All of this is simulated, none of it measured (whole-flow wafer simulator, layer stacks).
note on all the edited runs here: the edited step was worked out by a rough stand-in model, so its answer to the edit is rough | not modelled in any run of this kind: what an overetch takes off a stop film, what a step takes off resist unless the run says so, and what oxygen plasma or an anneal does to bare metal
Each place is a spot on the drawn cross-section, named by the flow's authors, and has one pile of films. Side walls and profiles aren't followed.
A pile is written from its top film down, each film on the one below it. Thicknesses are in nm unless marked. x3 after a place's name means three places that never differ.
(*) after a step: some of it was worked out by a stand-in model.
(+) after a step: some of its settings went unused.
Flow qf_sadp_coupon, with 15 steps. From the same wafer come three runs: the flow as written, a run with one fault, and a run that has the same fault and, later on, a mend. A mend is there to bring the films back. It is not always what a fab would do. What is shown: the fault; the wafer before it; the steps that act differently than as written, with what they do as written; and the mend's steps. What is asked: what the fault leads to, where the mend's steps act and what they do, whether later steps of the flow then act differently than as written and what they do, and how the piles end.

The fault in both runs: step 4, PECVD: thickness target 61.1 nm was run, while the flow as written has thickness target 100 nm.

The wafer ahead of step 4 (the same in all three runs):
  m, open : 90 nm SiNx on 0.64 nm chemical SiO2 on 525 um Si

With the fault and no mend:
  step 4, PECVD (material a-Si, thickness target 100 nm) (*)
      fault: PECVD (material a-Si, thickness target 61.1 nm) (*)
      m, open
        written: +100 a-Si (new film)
        fault: +61.1 a-Si (new film)
  Steps later in the flow that act otherwise than as written:
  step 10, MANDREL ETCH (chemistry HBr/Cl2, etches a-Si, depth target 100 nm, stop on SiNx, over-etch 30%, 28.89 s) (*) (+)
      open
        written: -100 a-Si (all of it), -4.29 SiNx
        fault: -61.1 a-Si (all of it), -9.84 SiNx
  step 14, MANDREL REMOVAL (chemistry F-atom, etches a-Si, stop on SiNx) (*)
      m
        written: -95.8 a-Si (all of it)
        fault: -56.9 a-Si (all of it)
  At open, the piles at the end differ from the flow's by more than 2% or 0.5 nm, whichever is larger.
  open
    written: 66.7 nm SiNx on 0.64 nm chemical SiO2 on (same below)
    fault: 61.1 nm SiNx on 0.64 nm chemical SiO2 on (same below)

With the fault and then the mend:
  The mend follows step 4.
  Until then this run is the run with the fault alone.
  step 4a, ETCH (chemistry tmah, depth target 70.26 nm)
      m, open
        -61.1 a-Si (all of it)
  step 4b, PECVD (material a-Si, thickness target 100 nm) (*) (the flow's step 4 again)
      m, open
        +100 a-Si (new film)
  Every later step of the flow that is run acts as written at every place that is followed.
  At every place that both follow, the piles at the end match the flow's.
